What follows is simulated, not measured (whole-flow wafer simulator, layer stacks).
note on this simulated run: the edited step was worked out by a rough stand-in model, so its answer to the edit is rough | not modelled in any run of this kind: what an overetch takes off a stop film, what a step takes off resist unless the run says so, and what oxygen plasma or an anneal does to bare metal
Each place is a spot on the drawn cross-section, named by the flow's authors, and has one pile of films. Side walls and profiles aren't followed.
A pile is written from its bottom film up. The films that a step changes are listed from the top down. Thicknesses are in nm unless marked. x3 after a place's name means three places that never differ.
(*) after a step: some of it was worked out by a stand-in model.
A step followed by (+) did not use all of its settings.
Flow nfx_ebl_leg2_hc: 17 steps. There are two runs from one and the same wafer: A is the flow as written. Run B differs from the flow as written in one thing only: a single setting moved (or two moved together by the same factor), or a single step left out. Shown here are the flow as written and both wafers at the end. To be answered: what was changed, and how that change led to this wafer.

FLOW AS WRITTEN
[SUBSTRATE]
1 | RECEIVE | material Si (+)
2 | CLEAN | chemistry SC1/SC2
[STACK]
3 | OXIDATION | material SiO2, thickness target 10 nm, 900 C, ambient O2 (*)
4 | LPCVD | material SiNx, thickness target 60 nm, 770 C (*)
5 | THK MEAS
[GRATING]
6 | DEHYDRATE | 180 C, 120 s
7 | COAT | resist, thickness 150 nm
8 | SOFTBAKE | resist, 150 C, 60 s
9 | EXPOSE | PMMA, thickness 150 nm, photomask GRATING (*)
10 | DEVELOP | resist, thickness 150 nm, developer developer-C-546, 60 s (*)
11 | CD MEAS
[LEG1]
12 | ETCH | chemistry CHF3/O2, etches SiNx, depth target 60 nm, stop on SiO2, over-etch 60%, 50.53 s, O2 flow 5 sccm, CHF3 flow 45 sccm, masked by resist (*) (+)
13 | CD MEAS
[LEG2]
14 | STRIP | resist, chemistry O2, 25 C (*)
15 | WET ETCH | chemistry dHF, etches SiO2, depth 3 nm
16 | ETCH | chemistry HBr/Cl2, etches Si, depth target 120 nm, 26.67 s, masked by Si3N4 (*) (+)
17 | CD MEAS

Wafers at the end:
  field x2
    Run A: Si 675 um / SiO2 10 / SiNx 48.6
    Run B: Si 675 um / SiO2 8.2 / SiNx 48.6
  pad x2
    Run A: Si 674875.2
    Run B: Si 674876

Cause: step 3, OXIDATION: thickness target 8.2 nm was run, though the flow has thickness target 10 nm.
One can read it off the wafer: field x2 has SiO2 8.2, and step 3 as written asks for 10 nm.

Step by step, how the change led to this:
  3 | OXIDATION | material SiO2, thickness target 10 nm, 900 C, ambient O2 (*)
      field x2, pad x2: A SiO2 gains 10 (new film), chemical SiO2 loses 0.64 (all of it), Si loses 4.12 | B SiO2 gains 8.2 (new film), chemical SiO2 loses 0.64 (all of it), Si loses 3.32
  12 | ETCH | chemistry CHF3/O2, etches SiNx, depth target 60 nm, stop on SiO2, over-etch 60%, 50.53 s, O2 flow 5 sccm, CHF3 flow 45 sccm, masked by resist (*) (+)
      pad x2: A SiNx loses 60 (all of it), SiO2 loses 10 (all of it) | B SiNx loses 60 (all of it), SiO2 loses 8.2 (all of it)
